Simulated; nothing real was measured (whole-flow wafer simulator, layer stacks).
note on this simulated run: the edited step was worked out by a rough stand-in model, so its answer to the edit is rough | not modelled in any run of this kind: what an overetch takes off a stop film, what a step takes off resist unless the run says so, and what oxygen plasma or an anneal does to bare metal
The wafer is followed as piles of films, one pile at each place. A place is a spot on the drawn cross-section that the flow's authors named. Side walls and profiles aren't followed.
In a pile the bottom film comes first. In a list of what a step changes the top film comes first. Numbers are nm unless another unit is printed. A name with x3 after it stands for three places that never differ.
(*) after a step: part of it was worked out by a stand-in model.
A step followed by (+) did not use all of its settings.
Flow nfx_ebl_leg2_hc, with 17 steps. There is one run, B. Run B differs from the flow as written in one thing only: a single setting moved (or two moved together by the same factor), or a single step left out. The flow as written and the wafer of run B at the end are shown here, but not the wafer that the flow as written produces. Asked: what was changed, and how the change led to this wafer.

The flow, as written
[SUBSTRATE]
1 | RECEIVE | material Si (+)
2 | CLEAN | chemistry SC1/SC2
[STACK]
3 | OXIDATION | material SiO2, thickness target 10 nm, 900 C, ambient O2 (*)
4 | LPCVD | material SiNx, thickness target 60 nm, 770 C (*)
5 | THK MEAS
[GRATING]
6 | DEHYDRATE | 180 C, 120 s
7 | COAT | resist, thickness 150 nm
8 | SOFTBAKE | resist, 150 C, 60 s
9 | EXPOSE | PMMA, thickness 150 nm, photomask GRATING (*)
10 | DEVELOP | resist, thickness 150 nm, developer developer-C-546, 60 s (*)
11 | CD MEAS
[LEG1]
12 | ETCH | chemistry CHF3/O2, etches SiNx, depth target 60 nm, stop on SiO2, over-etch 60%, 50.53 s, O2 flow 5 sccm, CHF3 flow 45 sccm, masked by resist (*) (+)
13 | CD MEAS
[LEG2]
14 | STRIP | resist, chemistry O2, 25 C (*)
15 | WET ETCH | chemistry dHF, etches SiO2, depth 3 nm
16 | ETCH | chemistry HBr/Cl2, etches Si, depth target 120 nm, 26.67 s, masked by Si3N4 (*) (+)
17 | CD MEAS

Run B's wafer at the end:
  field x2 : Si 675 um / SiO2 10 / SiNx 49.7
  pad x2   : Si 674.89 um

What caused this: step 16, ETCH: depth target 108 nm was run, while the flow as written has depth target 120 nm; step 16, ETCH: 24 s was run, where the flow has 26.67 s.

How this came from the change, step by step:
  16 | ETCH | chemistry HBr/Cl2, etches Si, depth target 120 nm, 26.67 s, masked by Si3N4 (*) (+)
      field x2: -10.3 SiNx (as written it would have been: -11.4 SiNx)
      pad x2: -108 Si (as written it would have been: -120 Si)
